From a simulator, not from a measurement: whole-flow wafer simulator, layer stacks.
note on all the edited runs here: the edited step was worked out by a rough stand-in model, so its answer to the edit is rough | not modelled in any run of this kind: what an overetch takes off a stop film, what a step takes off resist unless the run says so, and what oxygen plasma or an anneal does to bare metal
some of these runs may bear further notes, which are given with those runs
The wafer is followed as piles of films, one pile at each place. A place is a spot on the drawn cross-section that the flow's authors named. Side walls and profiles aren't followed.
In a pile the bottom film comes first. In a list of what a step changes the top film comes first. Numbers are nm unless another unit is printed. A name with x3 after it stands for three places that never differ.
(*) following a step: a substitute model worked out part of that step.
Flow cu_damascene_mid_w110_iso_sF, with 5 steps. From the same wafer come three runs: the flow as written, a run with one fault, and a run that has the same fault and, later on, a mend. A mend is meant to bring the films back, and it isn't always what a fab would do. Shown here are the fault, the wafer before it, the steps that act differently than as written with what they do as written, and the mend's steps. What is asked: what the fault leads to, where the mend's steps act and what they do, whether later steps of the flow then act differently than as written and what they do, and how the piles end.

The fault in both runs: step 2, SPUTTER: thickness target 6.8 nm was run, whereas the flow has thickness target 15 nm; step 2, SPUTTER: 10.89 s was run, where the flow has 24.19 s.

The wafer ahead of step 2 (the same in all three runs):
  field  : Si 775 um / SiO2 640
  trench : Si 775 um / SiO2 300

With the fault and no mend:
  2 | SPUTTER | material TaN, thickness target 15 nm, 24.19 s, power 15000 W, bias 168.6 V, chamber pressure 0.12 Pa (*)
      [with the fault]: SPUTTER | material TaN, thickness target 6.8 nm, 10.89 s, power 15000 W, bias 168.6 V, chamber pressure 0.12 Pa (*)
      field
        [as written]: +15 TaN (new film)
        [with the fault]: +6.8 TaN (new film)
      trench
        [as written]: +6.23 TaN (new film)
        [with the fault]: +2.82 TaN (new film)
  Steps later in the flow that act otherwise than as written (2 other steps are not shown; they differ only slightly, by no more than 2% or 0.5 nm, whichever is larger):
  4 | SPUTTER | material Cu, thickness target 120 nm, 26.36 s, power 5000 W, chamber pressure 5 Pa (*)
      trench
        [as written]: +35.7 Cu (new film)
        [with the fault]: +36.7 Cu (new film)
  By the end, the piles at field, trench depart from the flow's by more than 2% or 0.5 nm, whichever is larger.
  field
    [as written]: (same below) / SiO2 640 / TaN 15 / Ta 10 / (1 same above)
    [with the fault]: (same below) / SiO2 640 / TaN 6.8 / Ta 10 / (1 same above)
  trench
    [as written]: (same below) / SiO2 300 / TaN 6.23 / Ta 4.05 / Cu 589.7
    [with the fault]: (same below) / SiO2 300 / TaN 2.82 / Ta 4.15 / Cu 584.8

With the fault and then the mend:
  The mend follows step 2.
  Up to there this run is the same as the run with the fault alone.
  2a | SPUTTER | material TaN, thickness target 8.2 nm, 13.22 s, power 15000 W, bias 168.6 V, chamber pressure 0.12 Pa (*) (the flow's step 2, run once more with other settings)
      field
        +8.2 TaN
      trench
        +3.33 TaN
  Every later step of the flow that is run acts as written, at every place that is followed, to within 2% or 0.5 nm, whichever is larger.
  At the end the piles are close to the flow's at the places that both follow, differing by at most 2% or 0.5 nm, whichever is larger.
